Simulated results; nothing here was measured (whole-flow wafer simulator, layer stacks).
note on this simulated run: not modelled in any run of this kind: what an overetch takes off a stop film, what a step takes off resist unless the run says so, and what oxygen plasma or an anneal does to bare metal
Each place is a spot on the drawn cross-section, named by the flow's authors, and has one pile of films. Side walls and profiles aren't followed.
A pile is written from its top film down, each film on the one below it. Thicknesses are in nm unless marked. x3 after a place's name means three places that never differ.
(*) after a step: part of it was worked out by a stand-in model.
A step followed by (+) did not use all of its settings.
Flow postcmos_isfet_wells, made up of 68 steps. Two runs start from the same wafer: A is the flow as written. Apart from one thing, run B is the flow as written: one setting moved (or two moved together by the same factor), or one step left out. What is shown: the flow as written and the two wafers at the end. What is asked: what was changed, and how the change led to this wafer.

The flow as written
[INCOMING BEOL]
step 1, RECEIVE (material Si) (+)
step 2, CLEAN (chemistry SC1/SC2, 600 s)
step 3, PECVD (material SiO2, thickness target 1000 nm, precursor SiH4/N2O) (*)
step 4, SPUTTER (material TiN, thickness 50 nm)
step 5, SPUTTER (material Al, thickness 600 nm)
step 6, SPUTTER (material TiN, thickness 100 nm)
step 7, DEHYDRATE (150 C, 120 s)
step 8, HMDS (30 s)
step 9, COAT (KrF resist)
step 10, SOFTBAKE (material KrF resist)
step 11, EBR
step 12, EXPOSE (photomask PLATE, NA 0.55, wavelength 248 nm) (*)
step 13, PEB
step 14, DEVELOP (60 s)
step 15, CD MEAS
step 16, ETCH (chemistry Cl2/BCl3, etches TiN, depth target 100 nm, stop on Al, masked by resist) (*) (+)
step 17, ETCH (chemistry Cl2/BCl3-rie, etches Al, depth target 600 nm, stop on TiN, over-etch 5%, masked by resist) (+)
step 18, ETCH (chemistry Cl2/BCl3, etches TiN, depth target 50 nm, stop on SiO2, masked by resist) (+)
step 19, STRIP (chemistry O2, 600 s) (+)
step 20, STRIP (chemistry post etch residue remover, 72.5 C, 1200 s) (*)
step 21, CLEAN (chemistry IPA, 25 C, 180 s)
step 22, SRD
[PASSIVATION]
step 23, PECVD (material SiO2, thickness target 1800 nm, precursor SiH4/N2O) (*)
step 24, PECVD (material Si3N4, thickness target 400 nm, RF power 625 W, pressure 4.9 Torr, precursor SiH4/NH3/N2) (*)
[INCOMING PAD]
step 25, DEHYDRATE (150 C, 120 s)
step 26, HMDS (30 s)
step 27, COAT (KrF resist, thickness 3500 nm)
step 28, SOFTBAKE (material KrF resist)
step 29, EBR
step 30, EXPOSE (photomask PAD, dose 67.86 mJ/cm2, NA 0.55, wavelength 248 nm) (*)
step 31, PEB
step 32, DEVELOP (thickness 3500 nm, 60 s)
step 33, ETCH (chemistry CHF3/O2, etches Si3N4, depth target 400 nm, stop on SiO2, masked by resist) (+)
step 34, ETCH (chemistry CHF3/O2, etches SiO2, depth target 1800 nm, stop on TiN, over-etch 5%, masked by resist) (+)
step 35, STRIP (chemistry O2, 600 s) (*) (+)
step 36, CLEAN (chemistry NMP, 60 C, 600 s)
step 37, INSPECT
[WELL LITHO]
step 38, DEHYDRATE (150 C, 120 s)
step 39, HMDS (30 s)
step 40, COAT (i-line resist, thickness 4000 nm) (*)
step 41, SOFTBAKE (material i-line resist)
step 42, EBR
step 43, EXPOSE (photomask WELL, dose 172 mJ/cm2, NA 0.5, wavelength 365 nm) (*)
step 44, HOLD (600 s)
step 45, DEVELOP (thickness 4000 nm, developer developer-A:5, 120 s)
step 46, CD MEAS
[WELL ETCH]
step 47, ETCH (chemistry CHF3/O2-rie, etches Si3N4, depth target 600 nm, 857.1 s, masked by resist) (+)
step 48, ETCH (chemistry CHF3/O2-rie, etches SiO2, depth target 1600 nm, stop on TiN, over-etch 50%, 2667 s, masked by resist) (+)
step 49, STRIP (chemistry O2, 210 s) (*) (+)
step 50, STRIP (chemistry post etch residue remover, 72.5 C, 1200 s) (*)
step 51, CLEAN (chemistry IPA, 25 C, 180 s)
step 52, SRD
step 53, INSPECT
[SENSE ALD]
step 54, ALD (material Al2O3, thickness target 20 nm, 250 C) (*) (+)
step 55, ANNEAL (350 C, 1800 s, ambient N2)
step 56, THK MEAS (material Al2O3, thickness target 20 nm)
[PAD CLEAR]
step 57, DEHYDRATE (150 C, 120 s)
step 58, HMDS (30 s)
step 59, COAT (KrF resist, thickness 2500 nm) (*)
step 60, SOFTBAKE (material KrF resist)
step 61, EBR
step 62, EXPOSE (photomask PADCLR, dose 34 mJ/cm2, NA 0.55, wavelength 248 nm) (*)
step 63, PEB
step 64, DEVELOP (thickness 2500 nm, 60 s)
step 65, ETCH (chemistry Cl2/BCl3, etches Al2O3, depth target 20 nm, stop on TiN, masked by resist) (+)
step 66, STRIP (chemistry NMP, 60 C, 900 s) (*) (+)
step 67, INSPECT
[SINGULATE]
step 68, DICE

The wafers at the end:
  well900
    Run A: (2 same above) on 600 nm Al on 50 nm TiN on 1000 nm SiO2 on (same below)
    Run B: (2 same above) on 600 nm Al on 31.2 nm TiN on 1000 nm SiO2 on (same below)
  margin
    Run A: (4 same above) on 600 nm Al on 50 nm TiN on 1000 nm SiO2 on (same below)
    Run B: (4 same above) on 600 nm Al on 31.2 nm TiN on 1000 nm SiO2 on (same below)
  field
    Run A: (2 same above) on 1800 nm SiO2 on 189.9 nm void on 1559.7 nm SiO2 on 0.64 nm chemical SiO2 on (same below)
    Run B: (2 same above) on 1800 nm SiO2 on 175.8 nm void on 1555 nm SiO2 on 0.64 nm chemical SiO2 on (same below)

Cause: step 4, SPUTTER: thickness 31.2 nm was run, whereas the flow has thickness 50 nm.
One can read it off the wafer: well900 has TiN 31.2, and step 4 as written asks for 50 nm.

Step by step, how the change led to this:
  step 4, SPUTTER (material TiN, thickness 50 nm)
      field, margin, well900, well1300 x3, pad_rim, pad_clr, pad_open: A +50 TiN (new film) | B +31.2 TiN (new film)
  step 18, ETCH (chemistry Cl2/BCl3, etches TiN, depth target 50 nm, stop on SiO2, masked by resist) (+)
      margin, well900, well1300 x3, pad_rim, pad_clr, pad_open: A -20 KrF resist | B -18.7 KrF resist
      field: A -50 TiN (all of it) | B -31.2 TiN (all of it)
  step 23, PECVD (material SiO2, thickness target 1800 nm, precursor SiH4/N2O) (*)
      field: A +1800 SiO2 (new film), +189.9 void (new film), +559.7 SiO2 | B +1800 SiO2 (new film), +175.8 void (new film), +555 SiO2
